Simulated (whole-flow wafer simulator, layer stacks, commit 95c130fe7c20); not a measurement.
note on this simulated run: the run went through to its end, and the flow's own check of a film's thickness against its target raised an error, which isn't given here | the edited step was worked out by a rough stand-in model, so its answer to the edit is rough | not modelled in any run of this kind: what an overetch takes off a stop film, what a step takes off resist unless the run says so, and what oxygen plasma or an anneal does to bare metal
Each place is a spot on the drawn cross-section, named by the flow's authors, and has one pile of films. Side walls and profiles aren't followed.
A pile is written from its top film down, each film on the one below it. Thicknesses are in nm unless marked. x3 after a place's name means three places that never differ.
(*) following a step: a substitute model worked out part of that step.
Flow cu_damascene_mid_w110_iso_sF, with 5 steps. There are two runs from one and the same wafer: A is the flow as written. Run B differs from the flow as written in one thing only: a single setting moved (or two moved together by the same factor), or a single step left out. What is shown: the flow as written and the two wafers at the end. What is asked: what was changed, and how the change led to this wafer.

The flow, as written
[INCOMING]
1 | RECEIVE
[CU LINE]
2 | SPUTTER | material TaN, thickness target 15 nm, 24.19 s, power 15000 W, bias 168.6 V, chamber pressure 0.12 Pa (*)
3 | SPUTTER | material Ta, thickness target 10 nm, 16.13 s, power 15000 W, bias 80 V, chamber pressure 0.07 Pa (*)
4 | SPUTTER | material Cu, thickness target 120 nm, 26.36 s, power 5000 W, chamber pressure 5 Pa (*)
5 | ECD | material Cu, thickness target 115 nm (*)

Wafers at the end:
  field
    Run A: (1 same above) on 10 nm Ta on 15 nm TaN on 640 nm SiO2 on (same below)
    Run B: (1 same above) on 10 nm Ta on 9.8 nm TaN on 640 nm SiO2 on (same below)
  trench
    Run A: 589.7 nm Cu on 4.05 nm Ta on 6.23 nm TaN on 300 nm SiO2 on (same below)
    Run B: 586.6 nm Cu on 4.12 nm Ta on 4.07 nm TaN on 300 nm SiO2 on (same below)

Cause: step 2, SPUTTER: thickness target 9.8 nm was run, while the flow as written has thickness target 15 nm; step 2, SPUTTER: 15.72 s was run, where the flow has 24.19 s.
The wafer itself shows it: field has TaN 9.8, and step 2 as written asks for 15 nm.

Step by step, how the change led to this:
  2 | SPUTTER | material TaN, thickness target 15 nm, 24.19 s, power 15000 W, bias 168.6 V, chamber pressure 0.12 Pa (*)
      field: A TaN gains 15 (new film) | B TaN gains 9.8 (new film)
      trench: A TaN gains 6.23 (new film) | B TaN gains 4.07 (new film)
